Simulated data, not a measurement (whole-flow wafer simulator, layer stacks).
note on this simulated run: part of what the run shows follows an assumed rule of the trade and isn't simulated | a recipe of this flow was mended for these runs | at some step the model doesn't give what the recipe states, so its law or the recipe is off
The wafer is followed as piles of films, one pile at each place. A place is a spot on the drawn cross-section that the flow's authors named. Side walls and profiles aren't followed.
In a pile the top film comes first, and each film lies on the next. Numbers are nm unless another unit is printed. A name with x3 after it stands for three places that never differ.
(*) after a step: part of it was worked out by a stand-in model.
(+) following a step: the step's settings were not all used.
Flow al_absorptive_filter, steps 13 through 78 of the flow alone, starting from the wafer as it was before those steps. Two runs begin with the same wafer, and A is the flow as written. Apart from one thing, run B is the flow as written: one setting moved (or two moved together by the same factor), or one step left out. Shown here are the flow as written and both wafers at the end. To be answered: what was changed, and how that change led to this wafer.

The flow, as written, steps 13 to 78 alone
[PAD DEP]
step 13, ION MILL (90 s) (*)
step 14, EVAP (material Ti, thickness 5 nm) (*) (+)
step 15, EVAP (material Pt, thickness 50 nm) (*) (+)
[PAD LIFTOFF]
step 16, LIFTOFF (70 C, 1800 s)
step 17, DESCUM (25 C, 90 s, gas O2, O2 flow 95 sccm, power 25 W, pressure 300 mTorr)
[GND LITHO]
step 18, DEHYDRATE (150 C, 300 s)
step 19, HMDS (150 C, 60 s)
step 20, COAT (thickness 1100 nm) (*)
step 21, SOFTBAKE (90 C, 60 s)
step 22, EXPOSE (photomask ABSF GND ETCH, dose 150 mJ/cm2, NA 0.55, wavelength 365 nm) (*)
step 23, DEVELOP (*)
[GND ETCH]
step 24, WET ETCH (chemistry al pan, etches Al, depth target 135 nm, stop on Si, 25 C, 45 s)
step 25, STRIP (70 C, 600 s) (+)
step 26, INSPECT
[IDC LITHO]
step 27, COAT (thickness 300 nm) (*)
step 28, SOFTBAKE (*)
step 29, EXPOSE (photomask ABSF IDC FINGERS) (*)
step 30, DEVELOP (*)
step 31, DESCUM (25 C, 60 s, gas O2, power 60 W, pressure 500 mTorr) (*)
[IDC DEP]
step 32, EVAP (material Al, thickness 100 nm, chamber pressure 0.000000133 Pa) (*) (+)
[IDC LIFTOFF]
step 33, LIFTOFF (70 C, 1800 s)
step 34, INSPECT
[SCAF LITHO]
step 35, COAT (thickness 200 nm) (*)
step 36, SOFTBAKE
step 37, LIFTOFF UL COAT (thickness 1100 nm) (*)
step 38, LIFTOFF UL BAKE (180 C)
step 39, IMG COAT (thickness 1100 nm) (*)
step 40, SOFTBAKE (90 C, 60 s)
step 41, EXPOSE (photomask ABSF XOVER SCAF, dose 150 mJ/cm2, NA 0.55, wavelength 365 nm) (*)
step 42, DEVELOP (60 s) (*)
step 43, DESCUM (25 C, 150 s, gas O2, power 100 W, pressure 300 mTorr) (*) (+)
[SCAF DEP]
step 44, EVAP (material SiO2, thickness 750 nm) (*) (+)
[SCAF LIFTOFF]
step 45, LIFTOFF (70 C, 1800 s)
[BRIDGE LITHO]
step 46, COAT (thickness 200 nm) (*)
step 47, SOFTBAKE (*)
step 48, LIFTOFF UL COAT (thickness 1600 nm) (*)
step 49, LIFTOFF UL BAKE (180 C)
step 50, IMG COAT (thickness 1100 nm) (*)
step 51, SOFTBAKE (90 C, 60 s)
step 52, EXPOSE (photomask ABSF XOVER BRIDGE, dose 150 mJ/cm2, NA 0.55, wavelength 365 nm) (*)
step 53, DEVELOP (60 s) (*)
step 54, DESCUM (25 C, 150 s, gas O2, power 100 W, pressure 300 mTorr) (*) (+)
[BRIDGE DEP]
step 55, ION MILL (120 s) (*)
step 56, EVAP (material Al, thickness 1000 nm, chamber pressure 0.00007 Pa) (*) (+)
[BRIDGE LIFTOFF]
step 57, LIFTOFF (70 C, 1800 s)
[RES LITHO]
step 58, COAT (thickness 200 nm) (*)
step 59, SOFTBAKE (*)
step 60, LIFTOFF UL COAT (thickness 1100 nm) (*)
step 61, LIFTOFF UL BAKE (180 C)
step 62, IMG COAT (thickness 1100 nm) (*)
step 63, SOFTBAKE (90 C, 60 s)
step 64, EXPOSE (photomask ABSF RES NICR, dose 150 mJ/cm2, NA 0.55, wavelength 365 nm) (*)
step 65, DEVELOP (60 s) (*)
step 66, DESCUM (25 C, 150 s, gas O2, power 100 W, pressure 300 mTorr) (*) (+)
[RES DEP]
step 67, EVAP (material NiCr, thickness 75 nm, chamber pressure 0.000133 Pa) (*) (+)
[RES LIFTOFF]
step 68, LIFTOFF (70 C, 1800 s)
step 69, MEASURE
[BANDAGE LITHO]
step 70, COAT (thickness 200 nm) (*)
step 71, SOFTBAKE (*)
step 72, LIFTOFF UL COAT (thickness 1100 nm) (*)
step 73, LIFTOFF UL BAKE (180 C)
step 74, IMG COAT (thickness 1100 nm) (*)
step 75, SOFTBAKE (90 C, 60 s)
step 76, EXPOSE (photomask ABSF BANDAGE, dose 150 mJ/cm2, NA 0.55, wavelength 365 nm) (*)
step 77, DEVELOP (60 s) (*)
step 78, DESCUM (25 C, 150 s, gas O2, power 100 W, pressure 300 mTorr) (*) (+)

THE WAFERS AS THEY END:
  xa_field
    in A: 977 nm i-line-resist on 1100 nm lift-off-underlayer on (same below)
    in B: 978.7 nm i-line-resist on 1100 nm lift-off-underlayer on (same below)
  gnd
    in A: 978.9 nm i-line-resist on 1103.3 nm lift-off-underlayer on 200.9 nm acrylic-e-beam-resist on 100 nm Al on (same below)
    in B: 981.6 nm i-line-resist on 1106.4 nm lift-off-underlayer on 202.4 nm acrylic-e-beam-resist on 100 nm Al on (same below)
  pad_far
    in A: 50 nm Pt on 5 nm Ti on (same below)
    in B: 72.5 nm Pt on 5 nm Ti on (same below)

Cause: step 15, EVAP: thickness 72.5 nm was run, though the flow has thickness 50 nm.
The wafer lets one read it off: pad_far has Pt 72.5, and step 15 as written asks for 50 nm.

The path from the change to this, step by step:
  step 15, EVAP (material Pt, thickness 50 nm) (*) (+)
      gnd, pad_far, pad_near and 11 more: A Pt gains 50 (new film) | B Pt gains 72.5 (new film)
  step 16, LIFTOFF (70 C, 1800 s)
      gnd, ledge, res and 9 more: A Pt loses 50 (all of it), Ti loses 5 (all of it), i-line-resist loses 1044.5 (all of it), lift-off-underlayer loses 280 (all of it) | B Pt loses 72.5 (all of it), Ti loses 5 (all of it), i-line-resist loses 1044.5 (all of it), lift-off-underlayer loses 280 (all of it)
  step 27, COAT (thickness 300 nm) (*)
      pad_near: A e-beam-resist gains 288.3 (new film) | B e-beam-resist gains 281.2 (new film)
      ledge: A e-beam-resist gains 274.4 (new film) | B e-beam-resist gains 281.8 (new film)
  step 33, LIFTOFF (70 C, 1800 s)
      pad_far: A Al loses 100 (all of it), e-beam-resist loses 287 (all of it) | B Al loses 100 (all of it), e-beam-resist loses 281.2 (all of it)
      pad_near: A Al loses 100 (all of it), e-beam-resist loses 279.3 (all of it) | B Al loses 100 (all of it), e-beam-resist loses 272.1 (all of it)
      (also at 1 further place)
  step 35, COAT (thickness 200 nm) (*)
      pad_near: A acrylic-e-beam-resist gains 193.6 (new film) | B acrylic-e-beam-resist gains 189.4 (new film)
      ledge: A acrylic-e-beam-resist gains 169.8 (new film) | B acrylic-e-beam-resist gains 177.5 (new film)
  step 45, LIFTOFF (70 C, 1800 s)
      pad_near: A SiO2 loses 750 (all of it), i-line-resist loses 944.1 (all of it), lift-off-underlayer loses 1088 (all of it), acrylic-e-beam-resist loses 193.6 (all of it) | B SiO2 loses 750 (all of it), i-line-resist loses 940.1 (all of it), lift-off-underlayer loses 1080.7 (all of it), acrylic-e-beam-resist loses 189.4 (all of it)
      ledge: A SiO2 loses 750 (all of it), i-line-resist loses 952.1 (all of it), lift-off-underlayer loses 1114 (all of it), acrylic-e-beam-resist loses 169.8 (all of it) | B SiO2 loses 750 (all of it), i-line-resist loses 950.4 (all of it), lift-off-underlayer loses 1114.4 (all of it), acrylic-e-beam-resist loses 177.5 (all of it)
  step 46, COAT (thickness 200 nm) (*)
      pad_near: A acrylic-e-beam-resist gains 193.6 (new film) | B acrylic-e-beam-resist gains 189.4 (new film)
      ledge: A acrylic-e-beam-resist gains 169.8 (new film) | B acrylic-e-beam-resist gains 177.5 (new film)
  step 57, LIFTOFF (70 C, 1800 s)
      pad_near: A Al loses 1000 (all of it), i-line-resist loses 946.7 (all of it), lift-off-underlayer loses 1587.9 (all of it), acrylic-e-beam-resist loses 193.6 (all of it) | B Al loses 1000 (all of it), i-line-resist loses 943.6 (all of it), lift-off-underlayer loses 1579.5 (all of it), acrylic-e-beam-resist loses 189.4 (all of it)
      ledge: A Al loses 1000 (all of it), i-line-resist loses 951.7 (all of it), lift-off-underlayer loses 1617.2 (all of it), acrylic-e-beam-resist loses 169.8 (all of it) | B Al loses 1000 (all of it), i-line-resist loses 950.4 (all of it), lift-off-underlayer loses 1617.4 (all of it), acrylic-e-beam-resist loses 177.5 (all of it)
  step 58, COAT (thickness 200 nm) (*)
      pad_near: A acrylic-e-beam-resist gains 193.6 (new film) | B acrylic-e-beam-resist gains 189.4 (new film)
      ledge: A acrylic-e-beam-resist gains 169.8 (new film) | B acrylic-e-beam-resist gains 177.5 (new film)
  step 66, DESCUM (25 C, 150 s, gas O2, power 100 W, pressure 300 mTorr) (*) (+)
      pad_near: A acrylic-e-beam-resist loses 193.6 (all of it) | B acrylic-e-beam-resist loses 189.4 (all of it)
      ledge: A acrylic-e-beam-resist loses 169.8 (all of it) | B acrylic-e-beam-resist loses 177.5 (all of it)
  step 70, COAT (thickness 200 nm) (*)
      pad_near: A acrylic-e-beam-resist gains 180.9 (new film) | B acrylic-e-beam-resist gains 177 (new film)
      ledge: A acrylic-e-beam-resist gains 167 (new film) | B acrylic-e-beam-resist gains 174.5 (new film)
  step 78, DESCUM (25 C, 150 s, gas O2, power 100 W, pressure 300 mTorr) (*) (+)
      pad_near: A acrylic-e-beam-resist loses 180.9 (all of it) | B acrylic-e-beam-resist loses 177 (all of it)
